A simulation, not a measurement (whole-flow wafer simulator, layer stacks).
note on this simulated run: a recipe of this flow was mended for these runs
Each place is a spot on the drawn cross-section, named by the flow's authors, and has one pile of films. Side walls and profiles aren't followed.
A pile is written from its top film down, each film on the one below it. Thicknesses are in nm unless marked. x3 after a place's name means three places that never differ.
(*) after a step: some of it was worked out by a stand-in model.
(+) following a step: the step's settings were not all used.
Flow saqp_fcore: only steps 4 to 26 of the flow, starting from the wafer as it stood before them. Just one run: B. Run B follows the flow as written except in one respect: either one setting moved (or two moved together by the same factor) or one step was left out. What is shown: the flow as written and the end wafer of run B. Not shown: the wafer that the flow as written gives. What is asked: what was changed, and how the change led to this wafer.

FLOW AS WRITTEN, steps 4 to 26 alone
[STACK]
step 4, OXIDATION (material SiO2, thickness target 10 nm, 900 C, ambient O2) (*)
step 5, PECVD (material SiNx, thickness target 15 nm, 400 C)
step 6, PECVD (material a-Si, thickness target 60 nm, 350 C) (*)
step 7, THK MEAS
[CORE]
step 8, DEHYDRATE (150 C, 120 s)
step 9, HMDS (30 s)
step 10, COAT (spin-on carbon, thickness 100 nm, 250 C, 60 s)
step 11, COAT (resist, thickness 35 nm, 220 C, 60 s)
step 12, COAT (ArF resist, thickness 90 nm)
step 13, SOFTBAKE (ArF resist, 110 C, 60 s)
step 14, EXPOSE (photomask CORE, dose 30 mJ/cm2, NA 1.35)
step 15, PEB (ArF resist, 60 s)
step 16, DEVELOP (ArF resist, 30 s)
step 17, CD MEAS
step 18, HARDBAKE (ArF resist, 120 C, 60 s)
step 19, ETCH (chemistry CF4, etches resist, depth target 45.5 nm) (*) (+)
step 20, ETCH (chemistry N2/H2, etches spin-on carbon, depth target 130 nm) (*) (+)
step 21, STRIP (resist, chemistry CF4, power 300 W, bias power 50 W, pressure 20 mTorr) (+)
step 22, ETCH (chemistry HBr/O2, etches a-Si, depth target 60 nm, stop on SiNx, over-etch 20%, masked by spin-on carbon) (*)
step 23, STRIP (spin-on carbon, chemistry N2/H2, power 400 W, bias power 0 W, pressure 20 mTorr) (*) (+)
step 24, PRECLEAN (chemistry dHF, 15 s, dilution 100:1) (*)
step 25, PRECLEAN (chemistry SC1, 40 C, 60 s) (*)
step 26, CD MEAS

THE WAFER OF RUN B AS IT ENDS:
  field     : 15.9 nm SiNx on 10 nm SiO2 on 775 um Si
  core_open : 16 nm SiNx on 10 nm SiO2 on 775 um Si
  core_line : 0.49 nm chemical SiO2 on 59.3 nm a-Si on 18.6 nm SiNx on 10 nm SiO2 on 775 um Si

What caused this: step 5, PECVD: thickness target 18.6 nm was run, whereas the flow has thickness target 15 nm.
The wafer lets one read it off: core_line has SiNx 18.6, and step 5 as written asks for 15 nm.

Step by step, how the change led to this:
  step 5, PECVD (material SiNx, thickness target 15 nm, 400 C)
      field, core_open, core_line: SiNx gains 18.6 (new film) (in the flow as written it would be: SiNx gains 15 (new film))
